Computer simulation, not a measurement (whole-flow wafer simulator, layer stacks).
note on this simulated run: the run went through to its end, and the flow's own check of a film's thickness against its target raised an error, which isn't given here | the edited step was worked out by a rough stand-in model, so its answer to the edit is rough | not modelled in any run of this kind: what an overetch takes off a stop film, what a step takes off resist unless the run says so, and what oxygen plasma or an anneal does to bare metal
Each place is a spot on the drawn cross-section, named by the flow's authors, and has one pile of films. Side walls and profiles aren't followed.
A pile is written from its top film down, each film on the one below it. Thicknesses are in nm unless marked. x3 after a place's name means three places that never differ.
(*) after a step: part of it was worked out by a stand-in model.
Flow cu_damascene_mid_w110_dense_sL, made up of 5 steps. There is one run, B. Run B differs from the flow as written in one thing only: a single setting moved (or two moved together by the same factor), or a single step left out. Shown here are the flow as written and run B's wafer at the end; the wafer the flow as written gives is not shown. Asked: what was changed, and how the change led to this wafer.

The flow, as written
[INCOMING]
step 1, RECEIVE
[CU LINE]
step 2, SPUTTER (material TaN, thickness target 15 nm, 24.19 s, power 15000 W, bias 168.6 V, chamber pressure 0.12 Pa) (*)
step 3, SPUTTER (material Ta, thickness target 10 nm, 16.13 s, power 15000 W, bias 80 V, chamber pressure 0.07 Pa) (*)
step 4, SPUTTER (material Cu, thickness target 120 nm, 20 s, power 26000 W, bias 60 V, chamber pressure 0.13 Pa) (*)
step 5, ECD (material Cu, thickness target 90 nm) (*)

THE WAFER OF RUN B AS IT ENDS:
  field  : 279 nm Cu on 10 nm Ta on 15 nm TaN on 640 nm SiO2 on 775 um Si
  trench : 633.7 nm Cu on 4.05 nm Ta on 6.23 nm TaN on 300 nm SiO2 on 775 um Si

What caused this: step 4, SPUTTER: thickness target 189 nm was run, though the flow has thickness target 120 nm; step 4, SPUTTER: 31.5 s was run, where the flow has 20 s.

The path from the change to this, step by step:
  step 4, SPUTTER (material Cu, thickness target 120 nm, 20 s, power 26000 W, bias 60 V, chamber pressure 0.13 Pa) (*)
      field: Cu gains 189 (new film) (as written it would have been: Cu gains 120 (new film))
      trench: Cu gains 78.6 (new film) (as written it would have been: Cu gains 49.9 (new film))
  step 5, ECD (material Cu, thickness target 90 nm) (*)
      trench: Cu gains 555.1 (as written it would have been: Cu gains 514.8)
